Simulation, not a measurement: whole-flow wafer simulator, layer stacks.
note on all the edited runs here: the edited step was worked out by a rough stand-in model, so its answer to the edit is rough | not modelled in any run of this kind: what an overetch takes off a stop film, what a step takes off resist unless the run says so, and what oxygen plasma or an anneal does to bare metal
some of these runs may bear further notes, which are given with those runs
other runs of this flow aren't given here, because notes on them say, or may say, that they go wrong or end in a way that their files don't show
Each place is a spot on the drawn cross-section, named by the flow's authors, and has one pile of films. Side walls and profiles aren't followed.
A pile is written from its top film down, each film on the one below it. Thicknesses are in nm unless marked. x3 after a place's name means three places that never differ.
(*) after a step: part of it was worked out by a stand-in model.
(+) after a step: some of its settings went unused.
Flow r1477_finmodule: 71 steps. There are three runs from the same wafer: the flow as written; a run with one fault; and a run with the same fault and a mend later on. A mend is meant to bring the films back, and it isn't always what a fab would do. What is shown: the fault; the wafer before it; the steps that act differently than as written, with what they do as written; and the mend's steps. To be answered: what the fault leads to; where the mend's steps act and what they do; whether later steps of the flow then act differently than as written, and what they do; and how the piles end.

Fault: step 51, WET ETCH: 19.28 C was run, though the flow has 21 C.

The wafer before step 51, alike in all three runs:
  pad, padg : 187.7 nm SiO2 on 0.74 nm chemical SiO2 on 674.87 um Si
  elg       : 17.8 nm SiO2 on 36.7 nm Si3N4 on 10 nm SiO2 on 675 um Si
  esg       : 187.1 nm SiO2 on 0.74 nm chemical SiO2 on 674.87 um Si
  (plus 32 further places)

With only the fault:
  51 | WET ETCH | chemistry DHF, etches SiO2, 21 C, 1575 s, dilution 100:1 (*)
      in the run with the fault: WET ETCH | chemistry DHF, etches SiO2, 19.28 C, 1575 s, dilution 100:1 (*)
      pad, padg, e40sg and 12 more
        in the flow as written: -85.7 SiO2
        in the run with the fault: -79.9 SiO2
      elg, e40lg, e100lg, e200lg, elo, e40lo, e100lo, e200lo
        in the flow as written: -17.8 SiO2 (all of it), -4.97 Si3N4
        in the run with the fault: -17.8 SiO2 (all of it), -4.33 Si3N4
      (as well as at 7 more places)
  Steps further on in the flow that do not act as written (1 more step, not shown, differs only slightly: by at most 2% or 0.5 nm, whichever is larger):
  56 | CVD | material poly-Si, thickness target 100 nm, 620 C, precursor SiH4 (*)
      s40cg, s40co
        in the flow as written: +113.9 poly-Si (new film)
        in the run with the fault: +108.5 poly-Si (new film)
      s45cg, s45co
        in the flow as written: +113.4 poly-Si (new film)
        in the run with the fault: +108 poly-Si (new film)
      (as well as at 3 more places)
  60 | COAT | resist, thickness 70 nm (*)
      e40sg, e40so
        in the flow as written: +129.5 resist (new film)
        in the run with the fault: +124.6 resist (new film)
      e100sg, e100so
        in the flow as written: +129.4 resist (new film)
        in the run with the fault: +124.5 resist (new film)
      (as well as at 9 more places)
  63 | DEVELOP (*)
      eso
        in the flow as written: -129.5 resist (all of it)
        in the run with the fault: -124.5 resist (all of it)
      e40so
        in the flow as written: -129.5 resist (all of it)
        in the run with the fault: -124.6 resist (all of it)
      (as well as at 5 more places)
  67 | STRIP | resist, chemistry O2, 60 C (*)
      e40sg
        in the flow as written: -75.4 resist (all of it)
        in the run with the fault: -70.4 resist (all of it)
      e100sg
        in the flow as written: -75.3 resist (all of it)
        in the run with the fault: -70.4 resist (all of it)
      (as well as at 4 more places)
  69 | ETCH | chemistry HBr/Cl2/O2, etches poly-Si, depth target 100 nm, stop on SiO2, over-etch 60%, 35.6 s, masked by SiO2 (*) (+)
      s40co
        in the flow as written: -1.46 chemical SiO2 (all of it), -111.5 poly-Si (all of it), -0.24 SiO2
        in the run with the fault: -1.43 chemical SiO2 (all of it), -106.1 poly-Si (all of it), -0.27 SiO2
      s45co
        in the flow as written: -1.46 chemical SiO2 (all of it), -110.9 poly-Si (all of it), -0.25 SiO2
        in the run with the fault: -1.43 chemical SiO2 (all of it), -105.6 poly-Si (all of it), -0.27 SiO2
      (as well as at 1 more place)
  The piles end different from the flow's at pad, padg, esg and 19 more by more than 2% or 0.5 nm, whichever is larger.
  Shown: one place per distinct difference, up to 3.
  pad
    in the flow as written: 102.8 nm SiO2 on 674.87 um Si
    in the run with the fault: 108.6 nm SiO2 on 674.87 um Si
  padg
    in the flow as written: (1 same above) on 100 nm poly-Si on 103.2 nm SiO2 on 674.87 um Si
    in the run with the fault: (1 same above) on 100 nm poly-Si on 109.1 nm SiO2 on 674.87 um Si
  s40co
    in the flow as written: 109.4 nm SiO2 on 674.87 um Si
    in the run with the fault: 114.7 nm SiO2 on 674.87 um Si

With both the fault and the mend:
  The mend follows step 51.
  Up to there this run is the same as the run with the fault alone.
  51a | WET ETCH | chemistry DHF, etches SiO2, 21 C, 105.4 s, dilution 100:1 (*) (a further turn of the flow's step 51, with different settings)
      pad, padg, e40sg and 12 more
        -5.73 SiO2
      elg, e40lg, e100lg, e200lg, elo, e40lo, e100lo, e200lo
        -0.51 Si3N4
      esg, s40cg, s45cg, s50cg, s40co, s45co, s50co
        -5.29 SiO2
  Later steps of the flow that are run all act as written at every place that is followed, up to a difference of at most 2% or 0.5 nm, whichever is larger.
  The piles end only slightly different from the flow's at the places that both follow, by no more than 2% or 0.5 nm, whichever is larger.
